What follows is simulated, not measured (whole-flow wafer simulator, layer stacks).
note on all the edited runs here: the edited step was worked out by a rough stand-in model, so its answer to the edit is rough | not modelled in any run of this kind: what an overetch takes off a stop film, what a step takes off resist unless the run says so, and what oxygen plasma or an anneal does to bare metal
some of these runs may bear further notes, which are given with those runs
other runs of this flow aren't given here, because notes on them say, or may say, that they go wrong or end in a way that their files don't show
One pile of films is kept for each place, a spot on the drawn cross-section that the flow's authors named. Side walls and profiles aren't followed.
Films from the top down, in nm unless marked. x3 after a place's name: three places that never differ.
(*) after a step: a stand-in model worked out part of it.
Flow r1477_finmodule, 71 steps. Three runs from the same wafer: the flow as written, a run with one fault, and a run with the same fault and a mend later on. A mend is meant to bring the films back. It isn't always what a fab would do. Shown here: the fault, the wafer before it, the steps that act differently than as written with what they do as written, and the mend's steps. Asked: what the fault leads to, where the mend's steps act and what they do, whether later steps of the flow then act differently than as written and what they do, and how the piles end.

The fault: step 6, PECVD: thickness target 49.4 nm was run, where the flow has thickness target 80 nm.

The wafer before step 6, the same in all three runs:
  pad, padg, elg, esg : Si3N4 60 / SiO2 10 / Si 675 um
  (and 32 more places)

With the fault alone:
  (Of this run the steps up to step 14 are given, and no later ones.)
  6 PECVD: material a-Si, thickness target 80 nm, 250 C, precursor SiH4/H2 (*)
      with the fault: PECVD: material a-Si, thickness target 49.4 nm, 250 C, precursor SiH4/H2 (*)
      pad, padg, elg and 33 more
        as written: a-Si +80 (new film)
        with the fault: a-Si +49.4 (new film)
  No later step of the flow up to step 14 acts differently than as written at any place that is followed.
  After step 14 the piles differ from the flow's by more than 2% or 0.5 nm, whichever is larger, at pad, padg, elg and 33 more.
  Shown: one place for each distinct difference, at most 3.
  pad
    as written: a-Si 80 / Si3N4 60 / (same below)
    with the fault: a-Si 49.4 / Si3N4 60 / (same below)
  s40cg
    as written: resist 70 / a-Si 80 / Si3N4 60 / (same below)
    with the fault: resist 70 / a-Si 49.4 / Si3N4 60 / (same below)

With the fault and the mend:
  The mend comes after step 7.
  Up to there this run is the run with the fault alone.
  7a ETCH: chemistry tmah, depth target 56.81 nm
      pad, padg, elg and 33 more
        a-Si -49.4 (all of it)
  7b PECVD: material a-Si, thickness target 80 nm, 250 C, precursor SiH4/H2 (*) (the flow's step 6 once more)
      pad, padg, elg and 33 more
        a-Si +80 (new film)
  No later step of the flow acts differently than as written at any place that is followed.
  At the end the piles are the same as the flow's at every place that both follow.
